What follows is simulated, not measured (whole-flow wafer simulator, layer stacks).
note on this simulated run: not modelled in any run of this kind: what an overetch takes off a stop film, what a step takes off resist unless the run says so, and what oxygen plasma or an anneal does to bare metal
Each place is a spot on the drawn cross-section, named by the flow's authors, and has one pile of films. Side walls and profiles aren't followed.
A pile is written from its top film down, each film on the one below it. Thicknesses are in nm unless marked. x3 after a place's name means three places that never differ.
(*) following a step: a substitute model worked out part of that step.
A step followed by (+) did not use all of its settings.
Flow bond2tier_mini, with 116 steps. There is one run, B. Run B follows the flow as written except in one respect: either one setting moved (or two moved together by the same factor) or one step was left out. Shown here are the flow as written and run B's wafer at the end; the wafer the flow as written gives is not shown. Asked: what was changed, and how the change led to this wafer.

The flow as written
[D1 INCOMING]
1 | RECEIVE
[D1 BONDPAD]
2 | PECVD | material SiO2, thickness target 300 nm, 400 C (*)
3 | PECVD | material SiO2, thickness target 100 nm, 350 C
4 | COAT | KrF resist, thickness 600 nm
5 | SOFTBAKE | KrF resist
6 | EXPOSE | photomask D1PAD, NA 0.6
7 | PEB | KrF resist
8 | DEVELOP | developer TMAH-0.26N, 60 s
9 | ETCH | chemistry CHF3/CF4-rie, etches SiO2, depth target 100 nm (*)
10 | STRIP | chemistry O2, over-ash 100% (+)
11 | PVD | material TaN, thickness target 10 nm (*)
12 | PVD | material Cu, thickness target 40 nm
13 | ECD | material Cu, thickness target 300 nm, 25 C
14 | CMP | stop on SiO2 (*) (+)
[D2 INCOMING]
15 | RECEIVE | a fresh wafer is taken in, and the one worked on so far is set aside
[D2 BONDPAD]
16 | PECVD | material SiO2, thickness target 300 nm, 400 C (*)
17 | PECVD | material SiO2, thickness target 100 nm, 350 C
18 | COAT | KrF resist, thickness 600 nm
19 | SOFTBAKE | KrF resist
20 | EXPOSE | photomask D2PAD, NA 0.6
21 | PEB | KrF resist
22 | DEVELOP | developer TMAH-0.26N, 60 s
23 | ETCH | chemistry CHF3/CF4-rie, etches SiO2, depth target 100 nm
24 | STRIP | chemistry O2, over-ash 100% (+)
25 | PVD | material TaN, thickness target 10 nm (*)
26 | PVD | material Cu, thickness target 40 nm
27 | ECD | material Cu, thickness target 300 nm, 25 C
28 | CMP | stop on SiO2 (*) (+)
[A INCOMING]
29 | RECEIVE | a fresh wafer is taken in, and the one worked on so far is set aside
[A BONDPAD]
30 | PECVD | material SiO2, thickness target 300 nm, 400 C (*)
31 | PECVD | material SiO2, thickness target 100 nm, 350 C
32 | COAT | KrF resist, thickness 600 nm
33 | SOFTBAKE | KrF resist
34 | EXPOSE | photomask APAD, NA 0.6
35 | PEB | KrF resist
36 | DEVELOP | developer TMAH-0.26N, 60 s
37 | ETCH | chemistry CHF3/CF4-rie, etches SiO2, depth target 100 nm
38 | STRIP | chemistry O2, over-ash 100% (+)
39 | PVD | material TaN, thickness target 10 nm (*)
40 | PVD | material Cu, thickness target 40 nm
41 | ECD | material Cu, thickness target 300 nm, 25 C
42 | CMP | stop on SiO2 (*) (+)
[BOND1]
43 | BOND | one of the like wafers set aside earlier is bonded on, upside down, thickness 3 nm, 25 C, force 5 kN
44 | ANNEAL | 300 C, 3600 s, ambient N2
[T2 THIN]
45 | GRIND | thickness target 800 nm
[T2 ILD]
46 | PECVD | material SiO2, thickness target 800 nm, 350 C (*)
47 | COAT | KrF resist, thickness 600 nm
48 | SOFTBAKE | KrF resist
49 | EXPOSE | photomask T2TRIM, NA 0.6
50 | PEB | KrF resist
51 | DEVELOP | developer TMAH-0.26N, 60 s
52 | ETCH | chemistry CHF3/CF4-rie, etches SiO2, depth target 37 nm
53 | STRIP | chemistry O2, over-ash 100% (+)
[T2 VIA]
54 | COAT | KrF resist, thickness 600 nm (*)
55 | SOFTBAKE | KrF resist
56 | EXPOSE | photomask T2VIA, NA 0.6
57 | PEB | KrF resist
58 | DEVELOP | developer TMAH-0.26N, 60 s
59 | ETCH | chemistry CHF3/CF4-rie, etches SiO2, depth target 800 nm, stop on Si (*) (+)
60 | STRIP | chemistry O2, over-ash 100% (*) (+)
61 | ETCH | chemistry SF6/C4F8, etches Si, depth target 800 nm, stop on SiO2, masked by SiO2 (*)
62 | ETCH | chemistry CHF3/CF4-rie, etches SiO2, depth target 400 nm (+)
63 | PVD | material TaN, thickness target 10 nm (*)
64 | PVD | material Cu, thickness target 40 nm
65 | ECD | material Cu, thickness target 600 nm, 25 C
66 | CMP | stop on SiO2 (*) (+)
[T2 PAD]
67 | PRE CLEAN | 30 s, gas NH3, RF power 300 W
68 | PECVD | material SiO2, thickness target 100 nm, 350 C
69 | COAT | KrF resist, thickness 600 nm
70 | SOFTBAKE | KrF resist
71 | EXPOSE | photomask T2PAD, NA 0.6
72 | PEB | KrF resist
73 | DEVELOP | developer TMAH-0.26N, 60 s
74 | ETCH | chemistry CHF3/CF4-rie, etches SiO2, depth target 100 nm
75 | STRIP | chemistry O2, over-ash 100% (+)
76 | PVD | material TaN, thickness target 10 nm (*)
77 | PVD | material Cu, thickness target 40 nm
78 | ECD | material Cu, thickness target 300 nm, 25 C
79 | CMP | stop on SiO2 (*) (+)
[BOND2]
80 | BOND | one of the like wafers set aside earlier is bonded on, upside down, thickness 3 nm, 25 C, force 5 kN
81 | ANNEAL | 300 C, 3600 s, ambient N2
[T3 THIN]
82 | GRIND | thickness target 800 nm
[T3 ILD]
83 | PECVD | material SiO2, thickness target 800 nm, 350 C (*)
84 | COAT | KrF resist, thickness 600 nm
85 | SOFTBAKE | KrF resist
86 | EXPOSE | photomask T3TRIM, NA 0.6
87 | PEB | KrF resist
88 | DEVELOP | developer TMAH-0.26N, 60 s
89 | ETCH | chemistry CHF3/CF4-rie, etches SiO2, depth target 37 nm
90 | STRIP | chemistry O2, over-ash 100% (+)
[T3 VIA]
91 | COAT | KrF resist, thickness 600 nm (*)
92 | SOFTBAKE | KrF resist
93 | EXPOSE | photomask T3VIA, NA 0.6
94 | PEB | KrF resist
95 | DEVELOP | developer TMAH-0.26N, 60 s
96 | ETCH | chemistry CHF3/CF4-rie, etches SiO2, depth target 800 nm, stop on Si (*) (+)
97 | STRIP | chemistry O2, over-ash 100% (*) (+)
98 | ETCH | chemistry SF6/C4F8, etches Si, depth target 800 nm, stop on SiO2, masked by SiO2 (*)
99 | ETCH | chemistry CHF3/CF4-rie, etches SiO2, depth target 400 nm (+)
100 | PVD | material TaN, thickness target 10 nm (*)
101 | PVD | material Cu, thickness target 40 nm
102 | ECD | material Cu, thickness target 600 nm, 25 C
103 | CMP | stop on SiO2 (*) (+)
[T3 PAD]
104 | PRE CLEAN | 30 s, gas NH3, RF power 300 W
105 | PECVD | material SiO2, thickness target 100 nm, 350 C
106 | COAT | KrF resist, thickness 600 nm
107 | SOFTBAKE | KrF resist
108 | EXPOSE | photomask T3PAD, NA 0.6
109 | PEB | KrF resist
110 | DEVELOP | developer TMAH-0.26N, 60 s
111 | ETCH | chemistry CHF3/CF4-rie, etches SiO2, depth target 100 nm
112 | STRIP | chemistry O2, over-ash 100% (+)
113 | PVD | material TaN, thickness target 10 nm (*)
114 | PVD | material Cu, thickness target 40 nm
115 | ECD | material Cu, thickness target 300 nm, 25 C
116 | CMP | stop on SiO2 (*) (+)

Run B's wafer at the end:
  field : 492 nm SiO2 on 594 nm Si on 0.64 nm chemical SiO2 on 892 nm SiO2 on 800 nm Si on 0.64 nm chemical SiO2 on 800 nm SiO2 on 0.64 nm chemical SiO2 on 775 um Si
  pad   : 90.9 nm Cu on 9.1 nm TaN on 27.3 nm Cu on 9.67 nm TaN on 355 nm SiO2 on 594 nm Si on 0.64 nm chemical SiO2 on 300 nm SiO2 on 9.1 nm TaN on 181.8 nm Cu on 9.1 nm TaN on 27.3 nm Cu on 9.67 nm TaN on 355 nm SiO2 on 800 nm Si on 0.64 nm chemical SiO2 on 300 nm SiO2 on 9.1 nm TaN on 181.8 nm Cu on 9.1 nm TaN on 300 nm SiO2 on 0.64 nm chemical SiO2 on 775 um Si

Cause: step 82, GRIND: thickness target 594 nm was run, whereas the flow has thickness target 800 nm.
The wafer lets one read it off: field has Si 594, and step 82 as written asks for 800 nm.

The path from the change to this, step by step:
  82 | GRIND | thickness target 800 nm
      field, pad: -774.41 um Si (as written it would have been: -774.2 um Si)
